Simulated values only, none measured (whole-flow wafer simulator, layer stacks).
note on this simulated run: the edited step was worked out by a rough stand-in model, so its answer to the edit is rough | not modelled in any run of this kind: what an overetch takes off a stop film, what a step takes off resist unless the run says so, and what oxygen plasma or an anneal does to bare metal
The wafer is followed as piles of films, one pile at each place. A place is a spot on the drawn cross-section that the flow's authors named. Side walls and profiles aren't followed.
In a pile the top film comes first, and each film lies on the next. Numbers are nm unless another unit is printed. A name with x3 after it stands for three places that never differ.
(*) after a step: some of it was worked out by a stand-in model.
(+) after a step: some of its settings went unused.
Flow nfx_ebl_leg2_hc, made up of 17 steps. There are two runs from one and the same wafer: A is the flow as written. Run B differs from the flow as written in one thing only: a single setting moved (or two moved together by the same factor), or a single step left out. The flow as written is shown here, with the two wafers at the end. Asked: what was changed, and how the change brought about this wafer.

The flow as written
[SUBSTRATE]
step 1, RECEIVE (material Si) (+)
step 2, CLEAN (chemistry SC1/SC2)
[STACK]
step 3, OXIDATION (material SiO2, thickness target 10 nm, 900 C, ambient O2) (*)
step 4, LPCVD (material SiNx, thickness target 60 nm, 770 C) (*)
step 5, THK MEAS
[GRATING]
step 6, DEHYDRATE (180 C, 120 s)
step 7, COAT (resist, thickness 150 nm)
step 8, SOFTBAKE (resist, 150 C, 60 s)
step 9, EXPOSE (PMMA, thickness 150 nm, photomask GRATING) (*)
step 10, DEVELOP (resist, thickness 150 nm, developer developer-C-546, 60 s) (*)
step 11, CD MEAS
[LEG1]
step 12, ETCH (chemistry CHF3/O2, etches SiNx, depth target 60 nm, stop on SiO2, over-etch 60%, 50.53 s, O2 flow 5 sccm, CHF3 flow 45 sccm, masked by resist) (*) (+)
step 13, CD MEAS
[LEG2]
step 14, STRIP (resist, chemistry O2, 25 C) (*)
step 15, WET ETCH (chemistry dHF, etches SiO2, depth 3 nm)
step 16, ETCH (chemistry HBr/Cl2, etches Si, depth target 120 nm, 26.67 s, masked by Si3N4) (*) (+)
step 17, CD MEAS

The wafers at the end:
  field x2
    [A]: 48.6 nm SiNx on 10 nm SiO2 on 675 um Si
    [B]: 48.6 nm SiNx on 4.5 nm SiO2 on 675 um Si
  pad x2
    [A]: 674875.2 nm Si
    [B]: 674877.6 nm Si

Cause: step 3, OXIDATION: thickness target 4.5 nm was run, while the flow as written has thickness target 10 nm.
The wafer itself shows it: field x2 has SiO2 4.5, and step 3 as written asks for 10 nm.

The path from the change to this, step by step:
  step 3, OXIDATION (material SiO2, thickness target 10 nm, 900 C, ambient O2) (*)
      field x2, pad x2: A +10 SiO2 (new film), -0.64 chemical SiO2 (all of it), -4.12 Si | B +4.5 SiO2 (new film), -0.64 chemical SiO2 (all of it), -1.7 Si
  step 12, ETCH (chemistry CHF3/O2, etches SiNx, depth target 60 nm, stop on SiO2, over-etch 60%, 50.53 s, O2 flow 5 sccm, CHF3 flow 45 sccm, masked by resist) (*) (+)
      pad x2: A -60 SiNx (all of it), -10 SiO2 (all of it) | B -60 SiNx (all of it), -4.5 SiO2 (all of it)
